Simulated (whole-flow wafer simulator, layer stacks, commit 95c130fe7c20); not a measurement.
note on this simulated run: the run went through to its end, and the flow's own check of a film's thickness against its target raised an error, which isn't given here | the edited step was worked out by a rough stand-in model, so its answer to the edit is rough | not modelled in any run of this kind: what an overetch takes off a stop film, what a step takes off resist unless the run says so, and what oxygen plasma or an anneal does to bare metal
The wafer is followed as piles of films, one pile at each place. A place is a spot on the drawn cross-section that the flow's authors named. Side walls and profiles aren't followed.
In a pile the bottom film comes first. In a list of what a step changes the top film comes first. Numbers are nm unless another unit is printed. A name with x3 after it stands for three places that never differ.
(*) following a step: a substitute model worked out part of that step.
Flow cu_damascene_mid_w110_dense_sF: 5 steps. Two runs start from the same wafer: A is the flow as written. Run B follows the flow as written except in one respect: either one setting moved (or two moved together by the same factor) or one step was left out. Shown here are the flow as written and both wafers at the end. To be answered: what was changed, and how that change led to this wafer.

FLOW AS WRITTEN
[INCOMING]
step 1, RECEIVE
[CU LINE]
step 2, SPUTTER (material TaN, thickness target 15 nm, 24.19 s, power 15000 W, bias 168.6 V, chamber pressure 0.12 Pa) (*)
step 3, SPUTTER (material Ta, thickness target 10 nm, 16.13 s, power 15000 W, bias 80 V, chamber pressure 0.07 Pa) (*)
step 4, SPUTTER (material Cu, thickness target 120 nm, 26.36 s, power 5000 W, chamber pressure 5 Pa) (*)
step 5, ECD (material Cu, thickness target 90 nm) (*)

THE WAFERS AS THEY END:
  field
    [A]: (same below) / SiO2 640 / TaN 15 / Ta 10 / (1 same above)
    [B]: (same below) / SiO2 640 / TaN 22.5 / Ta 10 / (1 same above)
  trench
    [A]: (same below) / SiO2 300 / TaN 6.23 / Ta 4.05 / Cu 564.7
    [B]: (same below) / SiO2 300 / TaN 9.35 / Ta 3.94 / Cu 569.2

The reason: step 2, SPUTTER: thickness target 22.5 nm was run, though the flow has thickness target 15 nm.
One can read it off the wafer: field has TaN 22.5, and step 2 as written asks for 15 nm.

Step by step, how the change led to this:
  step 2, SPUTTER (material TaN, thickness target 15 nm, 24.19 s, power 15000 W, bias 168.6 V, chamber pressure 0.12 Pa) (*)
      field: A +15 TaN (new film) | B +22.5 TaN (new film)
      trench: A +6.23 TaN (new film) | B +9.35 TaN (new film)
  step 4, SPUTTER (material Cu, thickness target 120 nm, 26.36 s, power 5000 W, chamber pressure 5 Pa) (*)
      trench: A +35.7 Cu (new film) | B +34.8 Cu (new film)
